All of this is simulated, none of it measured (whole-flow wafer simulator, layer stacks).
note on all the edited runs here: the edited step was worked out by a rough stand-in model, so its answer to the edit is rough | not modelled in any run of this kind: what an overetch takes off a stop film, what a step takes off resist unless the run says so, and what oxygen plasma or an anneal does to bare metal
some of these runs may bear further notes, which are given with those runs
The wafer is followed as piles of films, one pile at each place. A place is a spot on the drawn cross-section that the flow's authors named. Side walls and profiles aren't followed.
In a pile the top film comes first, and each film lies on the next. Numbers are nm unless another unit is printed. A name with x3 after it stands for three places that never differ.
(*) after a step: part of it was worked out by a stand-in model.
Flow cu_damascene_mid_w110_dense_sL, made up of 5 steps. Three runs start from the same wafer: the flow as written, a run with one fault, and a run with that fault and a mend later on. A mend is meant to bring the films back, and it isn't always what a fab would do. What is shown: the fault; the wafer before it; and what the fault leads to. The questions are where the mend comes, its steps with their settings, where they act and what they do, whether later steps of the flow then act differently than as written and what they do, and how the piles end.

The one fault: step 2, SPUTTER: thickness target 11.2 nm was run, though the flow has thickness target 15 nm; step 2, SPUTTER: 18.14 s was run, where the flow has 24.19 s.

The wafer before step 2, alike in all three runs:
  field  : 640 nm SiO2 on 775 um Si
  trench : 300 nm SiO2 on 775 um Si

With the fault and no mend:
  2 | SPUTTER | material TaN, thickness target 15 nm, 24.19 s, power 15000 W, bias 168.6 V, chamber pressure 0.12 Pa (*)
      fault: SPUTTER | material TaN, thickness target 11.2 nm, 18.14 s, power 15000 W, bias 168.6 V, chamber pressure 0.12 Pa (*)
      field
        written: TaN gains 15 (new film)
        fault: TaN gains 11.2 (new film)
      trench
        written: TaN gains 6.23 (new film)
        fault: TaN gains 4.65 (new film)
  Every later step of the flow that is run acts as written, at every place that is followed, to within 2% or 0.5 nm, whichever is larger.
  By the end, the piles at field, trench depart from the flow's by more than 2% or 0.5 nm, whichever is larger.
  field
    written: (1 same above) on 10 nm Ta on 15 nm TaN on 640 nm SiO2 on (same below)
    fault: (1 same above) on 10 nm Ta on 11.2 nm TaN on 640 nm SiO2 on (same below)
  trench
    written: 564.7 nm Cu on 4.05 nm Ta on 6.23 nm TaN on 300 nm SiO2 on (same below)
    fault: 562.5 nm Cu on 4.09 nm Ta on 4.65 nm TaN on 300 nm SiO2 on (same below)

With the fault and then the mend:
  The mend follows step 2.
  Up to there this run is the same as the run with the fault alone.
  2a | SPUTTER | material TaN, thickness target 3.8 nm, 6.128 s, power 15000 W, bias 168.6 V, chamber pressure 0.12 Pa (*) (the flow's step 2 again, with other settings)
      field
        TaN gains 3.8
      trench
        TaN gains 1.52
  Every later step of the flow that is run acts as written at every place that is followed.
  The piles end only slightly different from the flow's at the places that both follow, by no more than 2% or 0.5 nm, whichever is larger.
